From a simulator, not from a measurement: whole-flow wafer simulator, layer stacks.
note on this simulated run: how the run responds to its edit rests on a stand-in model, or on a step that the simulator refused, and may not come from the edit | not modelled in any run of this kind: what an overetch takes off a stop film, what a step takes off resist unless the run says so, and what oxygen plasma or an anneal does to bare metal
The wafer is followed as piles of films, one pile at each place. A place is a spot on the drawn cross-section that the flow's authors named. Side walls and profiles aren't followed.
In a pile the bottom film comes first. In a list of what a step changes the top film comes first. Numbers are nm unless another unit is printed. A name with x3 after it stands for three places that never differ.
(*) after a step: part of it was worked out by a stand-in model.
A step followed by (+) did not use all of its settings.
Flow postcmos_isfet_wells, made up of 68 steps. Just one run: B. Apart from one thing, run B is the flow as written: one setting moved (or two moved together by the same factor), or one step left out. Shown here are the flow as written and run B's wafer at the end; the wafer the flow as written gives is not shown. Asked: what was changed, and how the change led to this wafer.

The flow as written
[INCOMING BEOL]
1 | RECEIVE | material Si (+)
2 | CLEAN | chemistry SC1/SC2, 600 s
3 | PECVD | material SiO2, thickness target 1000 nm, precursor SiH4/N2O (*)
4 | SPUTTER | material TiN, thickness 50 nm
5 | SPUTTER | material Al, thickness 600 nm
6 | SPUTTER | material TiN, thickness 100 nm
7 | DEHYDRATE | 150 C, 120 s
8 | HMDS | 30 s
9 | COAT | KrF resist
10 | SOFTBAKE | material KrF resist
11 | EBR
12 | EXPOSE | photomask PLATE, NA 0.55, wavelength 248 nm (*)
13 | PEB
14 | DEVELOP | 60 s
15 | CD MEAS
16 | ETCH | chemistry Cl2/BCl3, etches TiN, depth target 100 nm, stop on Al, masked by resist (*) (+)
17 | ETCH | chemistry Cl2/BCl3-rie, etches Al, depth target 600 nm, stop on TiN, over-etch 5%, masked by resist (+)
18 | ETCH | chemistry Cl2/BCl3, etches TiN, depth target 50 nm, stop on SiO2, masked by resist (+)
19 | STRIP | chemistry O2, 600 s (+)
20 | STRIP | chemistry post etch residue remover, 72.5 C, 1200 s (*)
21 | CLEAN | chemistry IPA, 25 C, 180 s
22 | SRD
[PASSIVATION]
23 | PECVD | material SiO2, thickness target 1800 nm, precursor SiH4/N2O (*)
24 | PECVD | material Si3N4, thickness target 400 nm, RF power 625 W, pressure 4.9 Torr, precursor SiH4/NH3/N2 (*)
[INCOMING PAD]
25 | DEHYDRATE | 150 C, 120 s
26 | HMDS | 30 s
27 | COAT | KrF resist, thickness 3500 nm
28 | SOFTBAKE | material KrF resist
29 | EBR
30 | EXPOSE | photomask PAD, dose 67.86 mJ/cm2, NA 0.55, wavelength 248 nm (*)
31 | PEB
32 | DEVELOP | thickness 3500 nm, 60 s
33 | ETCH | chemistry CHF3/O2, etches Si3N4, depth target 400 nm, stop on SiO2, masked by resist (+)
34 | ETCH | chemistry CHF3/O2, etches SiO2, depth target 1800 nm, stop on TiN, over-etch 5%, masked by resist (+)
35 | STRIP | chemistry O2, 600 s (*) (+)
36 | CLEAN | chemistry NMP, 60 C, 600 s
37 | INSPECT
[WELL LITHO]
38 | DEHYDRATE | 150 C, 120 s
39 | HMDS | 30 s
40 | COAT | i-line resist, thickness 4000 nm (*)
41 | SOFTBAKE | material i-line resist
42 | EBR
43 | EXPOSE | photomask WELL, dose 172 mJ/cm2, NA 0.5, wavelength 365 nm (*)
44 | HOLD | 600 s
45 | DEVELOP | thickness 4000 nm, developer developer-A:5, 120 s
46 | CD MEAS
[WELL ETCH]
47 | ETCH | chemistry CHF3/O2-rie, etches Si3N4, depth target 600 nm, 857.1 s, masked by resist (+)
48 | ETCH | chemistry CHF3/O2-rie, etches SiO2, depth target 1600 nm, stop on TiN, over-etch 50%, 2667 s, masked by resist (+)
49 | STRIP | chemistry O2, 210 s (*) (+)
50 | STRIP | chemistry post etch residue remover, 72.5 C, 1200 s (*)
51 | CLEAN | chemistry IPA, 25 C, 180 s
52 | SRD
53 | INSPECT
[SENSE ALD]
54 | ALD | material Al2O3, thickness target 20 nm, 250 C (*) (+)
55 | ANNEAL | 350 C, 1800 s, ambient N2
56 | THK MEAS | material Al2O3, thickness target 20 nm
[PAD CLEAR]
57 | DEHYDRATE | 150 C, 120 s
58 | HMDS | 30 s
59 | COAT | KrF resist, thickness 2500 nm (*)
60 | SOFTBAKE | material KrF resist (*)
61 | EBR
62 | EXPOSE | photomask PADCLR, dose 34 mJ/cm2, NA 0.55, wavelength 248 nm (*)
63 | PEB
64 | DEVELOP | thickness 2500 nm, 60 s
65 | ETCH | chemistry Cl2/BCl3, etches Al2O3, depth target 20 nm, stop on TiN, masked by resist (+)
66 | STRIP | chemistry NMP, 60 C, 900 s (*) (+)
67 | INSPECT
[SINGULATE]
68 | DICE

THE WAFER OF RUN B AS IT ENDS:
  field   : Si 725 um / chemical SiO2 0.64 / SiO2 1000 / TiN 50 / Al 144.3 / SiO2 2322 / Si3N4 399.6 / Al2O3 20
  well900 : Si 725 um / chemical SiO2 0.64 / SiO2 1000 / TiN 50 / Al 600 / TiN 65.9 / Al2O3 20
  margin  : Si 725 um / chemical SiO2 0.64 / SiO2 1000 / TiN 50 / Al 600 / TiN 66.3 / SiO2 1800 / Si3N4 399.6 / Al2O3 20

The reason: step 6, SPUTTER: thickness 66.7 nm was run, while the flow as written has thickness 100 nm; step 17, ETCH: depth target 400 nm was run, where the flow has depth target 600 nm.

The path from the change to this, step by step:
  6 | SPUTTER | material TiN, thickness 100 nm
      field, margin, well900 and 6 more: TiN gains 66.7 (new film) (it would be, as written: TiN gains 100 (new film))
  16 | ETCH | chemistry Cl2/BCl3, etches TiN, depth target 100 nm, stop on Al, masked by resist (*) (+)
      field: TiN loses 66.7 (all of it) (it would be, as written: TiN loses 100 (all of it))
  17 | ETCH | chemistry Cl2/BCl3-rie, etches Al, depth target 600 nm, stop on TiN, over-etch 5%, masked by resist (+)
      field: Al loses 400 (it would be, as written: Al loses 600 (all of it))
      margin, well900, well1300, well2000, well3000, pad_rim, pad_clr, pad_open: KrF resist loses 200 (it would be, as written: KrF resist loses 300)
  18 | ETCH | chemistry Cl2/BCl3, etches TiN, depth target 50 nm, stop on SiO2, masked by resist (+)
      field: Al loses 50 (it would be, as written: TiN loses 50 (all of it))
  19 | STRIP | chemistry O2, 600 s (+)
      margin, well900, well1300, well2000, well3000, pad_rim, pad_clr, pad_open: KrF resist loses 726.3 (all of it) (it would be, as written: KrF resist loses 626.3 (all of it))
  20 | STRIP | chemistry post etch residue remover, 72.5 C, 1200 s (*)
      field: Al loses 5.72 (it would be, as written: nothing)
  23 | PECVD | material SiO2, thickness target 1800 nm, precursor SiH4/N2O (*)
      field: SiO2 gains 2322 (new film) (it would be, as written: SiO2 gains 1800 (new film), void gains 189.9 (new film), SiO2 gains 559.7)
With metal films that touch counted as one body, field has 1 body; the flow as written gives 0 bodies.
